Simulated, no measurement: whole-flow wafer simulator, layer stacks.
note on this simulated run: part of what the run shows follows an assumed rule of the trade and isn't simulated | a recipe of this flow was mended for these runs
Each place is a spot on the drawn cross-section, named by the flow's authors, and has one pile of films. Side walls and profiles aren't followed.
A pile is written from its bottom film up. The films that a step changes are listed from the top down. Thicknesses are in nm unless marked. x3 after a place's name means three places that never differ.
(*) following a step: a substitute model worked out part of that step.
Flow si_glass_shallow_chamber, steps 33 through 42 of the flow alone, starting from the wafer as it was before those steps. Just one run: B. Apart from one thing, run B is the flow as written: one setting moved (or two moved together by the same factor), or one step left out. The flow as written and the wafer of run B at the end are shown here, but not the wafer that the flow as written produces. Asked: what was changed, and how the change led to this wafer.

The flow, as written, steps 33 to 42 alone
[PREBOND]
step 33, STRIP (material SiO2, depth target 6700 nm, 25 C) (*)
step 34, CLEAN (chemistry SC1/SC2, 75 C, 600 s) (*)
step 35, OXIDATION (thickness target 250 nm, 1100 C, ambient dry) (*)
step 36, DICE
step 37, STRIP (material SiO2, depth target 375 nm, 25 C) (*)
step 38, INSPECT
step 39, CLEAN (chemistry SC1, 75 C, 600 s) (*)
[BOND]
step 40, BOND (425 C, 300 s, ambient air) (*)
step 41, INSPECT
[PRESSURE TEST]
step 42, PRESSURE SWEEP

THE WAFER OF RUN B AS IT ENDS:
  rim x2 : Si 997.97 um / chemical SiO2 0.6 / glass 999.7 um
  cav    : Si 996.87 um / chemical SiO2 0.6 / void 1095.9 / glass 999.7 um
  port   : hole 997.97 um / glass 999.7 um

The reason: step 35, OXIDATION: thickness target 475 nm was run, whereas the flow has thickness target 250 nm.

The path from the change to this, step by step:
  step 35, OXIDATION (thickness target 250 nm, 1100 C, ambient dry) (*)
      rim x2, cav, septum, ring: +475 SiO2 (new film), -0.6 chemical SiO2 (all of it), -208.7 Si (in the flow as written it would be: +250 SiO2 (new film), -0.6 chemical SiO2 (all of it), -109.7 Si)
  step 37, STRIP (material SiO2, depth target 375 nm, 25 C) (*)
      rim x2, cav, septum, ring: -475 SiO2 (all of it) (in the flow as written it would be: -250 SiO2 (all of it))
  step 40, BOND (425 C, 300 s, ambient air) (*)
      port: +999.7 um glass (new film), +918.3 hole (in the flow as written it would be: +999.7 um glass (new film), +1017.3 hole)
